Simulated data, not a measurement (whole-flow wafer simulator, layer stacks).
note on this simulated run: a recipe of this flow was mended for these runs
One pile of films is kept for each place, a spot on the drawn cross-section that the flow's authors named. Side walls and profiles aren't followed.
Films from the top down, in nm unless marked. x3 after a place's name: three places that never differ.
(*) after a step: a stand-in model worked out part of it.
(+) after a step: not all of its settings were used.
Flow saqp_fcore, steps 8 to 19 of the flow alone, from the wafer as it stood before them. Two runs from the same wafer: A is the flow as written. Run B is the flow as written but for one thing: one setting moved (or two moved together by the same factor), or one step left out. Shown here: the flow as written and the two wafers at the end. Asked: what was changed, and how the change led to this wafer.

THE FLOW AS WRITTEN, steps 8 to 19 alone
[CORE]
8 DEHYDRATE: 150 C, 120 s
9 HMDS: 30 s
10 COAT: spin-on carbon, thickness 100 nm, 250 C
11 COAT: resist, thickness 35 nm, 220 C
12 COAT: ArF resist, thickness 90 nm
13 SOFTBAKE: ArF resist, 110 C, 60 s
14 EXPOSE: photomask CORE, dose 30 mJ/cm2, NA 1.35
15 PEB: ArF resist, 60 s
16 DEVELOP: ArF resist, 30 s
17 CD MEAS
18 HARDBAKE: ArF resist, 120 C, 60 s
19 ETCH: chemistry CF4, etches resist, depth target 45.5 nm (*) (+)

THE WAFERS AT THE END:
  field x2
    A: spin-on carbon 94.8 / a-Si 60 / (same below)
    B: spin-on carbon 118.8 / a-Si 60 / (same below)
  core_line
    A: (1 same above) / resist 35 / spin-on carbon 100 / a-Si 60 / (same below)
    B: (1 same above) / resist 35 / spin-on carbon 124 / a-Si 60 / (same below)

The cause: step 10, COAT: thickness 124 nm was run, where the flow has thickness 100 nm.
It can be read off the wafer: core_line has spin-on carbon 124, and step 10 as written asks for 100 nm.

How the change led to this, step by step:
  10 COAT: spin-on carbon, thickness 100 nm, 250 C
      field x2, core_line: A spin-on carbon +100 (new film) | B spin-on carbon +124 (new film)
